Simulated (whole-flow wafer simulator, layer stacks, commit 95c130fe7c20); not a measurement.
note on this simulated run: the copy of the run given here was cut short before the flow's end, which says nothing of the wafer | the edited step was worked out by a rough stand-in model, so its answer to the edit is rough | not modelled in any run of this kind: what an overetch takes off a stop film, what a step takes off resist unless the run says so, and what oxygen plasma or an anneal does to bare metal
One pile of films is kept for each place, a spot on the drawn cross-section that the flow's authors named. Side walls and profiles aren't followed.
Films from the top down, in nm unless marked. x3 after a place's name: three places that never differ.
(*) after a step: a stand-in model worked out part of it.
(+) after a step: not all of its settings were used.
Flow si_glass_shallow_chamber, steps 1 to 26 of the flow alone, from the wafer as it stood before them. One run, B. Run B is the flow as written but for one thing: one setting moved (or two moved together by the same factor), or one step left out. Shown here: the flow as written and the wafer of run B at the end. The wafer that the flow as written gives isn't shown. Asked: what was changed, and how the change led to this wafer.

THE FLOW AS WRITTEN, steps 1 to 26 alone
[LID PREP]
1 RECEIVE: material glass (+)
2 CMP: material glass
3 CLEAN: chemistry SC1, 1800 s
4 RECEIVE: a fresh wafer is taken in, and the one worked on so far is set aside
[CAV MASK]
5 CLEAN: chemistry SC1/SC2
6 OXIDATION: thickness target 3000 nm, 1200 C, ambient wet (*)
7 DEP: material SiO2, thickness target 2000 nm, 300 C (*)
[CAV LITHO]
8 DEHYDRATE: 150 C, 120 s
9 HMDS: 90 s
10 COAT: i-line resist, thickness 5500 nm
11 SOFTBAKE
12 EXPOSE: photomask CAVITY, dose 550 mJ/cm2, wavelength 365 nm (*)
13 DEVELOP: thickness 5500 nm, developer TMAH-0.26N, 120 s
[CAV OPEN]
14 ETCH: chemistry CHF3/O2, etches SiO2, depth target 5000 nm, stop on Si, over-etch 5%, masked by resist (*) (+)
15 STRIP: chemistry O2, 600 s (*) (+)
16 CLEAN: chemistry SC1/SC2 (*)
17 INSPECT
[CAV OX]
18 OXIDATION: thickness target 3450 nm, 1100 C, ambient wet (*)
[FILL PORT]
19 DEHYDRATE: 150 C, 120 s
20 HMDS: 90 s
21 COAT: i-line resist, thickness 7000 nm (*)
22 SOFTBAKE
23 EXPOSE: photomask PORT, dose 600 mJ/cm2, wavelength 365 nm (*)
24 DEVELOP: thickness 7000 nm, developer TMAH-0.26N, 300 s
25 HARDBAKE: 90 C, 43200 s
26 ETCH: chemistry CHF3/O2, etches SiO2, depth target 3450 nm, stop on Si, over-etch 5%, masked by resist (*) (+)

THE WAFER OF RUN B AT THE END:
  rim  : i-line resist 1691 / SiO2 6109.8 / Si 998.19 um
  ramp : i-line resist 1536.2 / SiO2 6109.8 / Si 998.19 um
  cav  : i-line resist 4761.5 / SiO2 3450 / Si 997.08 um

The cause: step 14, ETCH: over-etch 8% was run, where the flow has over-etch 5%.

How the change led to this, step by step:
  14 ETCH: chemistry CHF3/O2, etches SiO2, depth target 5000 nm, stop on Si, over-etch 5%, masked by resist (*) (+)
      rim, ramp, septum, ring: i-line resist -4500 (as written it would be: i-line resist -4375)
      cav, port: SiO2 -5000 (all of it), Si -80 (as written it would be: SiO2 -5000 (all of it), Si -50)
  15 STRIP: chemistry O2, 600 s (*) (+)
      rim, ramp, septum, ring: i-line resist -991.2 (all of it) (as written it would be: i-line resist -1116.2 (all of it))
